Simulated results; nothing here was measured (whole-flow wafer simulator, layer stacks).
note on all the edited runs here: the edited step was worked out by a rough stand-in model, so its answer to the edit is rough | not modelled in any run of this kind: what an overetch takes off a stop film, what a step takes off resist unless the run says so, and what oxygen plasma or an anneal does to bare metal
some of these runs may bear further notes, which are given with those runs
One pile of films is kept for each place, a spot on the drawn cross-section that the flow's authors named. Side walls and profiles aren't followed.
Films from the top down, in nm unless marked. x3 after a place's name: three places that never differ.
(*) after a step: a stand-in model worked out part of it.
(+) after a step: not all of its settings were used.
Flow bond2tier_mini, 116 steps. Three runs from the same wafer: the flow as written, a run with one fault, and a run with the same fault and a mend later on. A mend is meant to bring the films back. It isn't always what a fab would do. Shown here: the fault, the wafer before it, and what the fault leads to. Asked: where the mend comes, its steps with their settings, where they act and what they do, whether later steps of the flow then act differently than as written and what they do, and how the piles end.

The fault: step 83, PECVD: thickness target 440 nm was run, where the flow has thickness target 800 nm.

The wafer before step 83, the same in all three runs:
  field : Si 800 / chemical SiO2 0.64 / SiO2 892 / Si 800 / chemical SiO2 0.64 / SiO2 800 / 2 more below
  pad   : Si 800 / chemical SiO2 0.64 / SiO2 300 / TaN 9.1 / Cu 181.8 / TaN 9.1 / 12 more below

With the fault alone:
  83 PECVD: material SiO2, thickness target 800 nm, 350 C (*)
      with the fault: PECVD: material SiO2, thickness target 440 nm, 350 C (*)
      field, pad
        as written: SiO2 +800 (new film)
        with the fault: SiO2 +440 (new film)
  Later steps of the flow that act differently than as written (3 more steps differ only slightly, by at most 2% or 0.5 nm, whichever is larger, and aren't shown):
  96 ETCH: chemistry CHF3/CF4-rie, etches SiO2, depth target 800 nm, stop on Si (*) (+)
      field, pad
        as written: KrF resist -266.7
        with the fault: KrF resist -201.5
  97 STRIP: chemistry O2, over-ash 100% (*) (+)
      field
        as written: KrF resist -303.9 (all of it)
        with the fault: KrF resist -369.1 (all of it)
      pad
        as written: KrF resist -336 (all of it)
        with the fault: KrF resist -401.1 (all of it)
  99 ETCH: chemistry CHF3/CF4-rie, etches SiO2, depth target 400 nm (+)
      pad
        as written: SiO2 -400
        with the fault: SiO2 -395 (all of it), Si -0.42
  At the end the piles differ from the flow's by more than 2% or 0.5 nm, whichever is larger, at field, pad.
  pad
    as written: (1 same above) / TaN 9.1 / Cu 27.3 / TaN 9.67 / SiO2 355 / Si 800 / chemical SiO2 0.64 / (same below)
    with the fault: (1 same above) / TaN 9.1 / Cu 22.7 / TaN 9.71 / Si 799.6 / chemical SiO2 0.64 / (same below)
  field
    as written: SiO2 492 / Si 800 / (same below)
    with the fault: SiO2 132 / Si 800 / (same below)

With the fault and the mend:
  The mend comes after step 88.
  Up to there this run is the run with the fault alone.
  88a STRIP: chemistry O2, over-ash 100% (+)
      field
        KrF resist -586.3 (all of it)
  88b PECVD: material SiO2, thickness target 360 nm, 350 C (*) (the flow's step 83 once more, with other settings)
      field, pad
        SiO2 +360
  88c COAT: KrF resist, thickness 600 nm (the flow's step 84 once more)
      field, pad
        KrF resist +600 (new film)
  88d SOFTBAKE: KrF resist (the flow's step 85 once more)
      changes no film at any place that is followed
  88e EXPOSE: photomask T3TRIM, NA 0.6 (the flow's step 86 once more)
      changes no film at any place that is followed
  88f PEB: KrF resist (the flow's step 87 once more)
      changes no film at any place that is followed
  88g DEVELOP: developer TMAH-0.26N, 60 s (the flow's step 88 once more)
      field
        KrF resist -13.7
      pad
        KrF resist -600 (all of it)
  No later step of the flow acts differently than as written at any place that is followed.
  At the end the piles are the same as the flow's at every place that both follow.
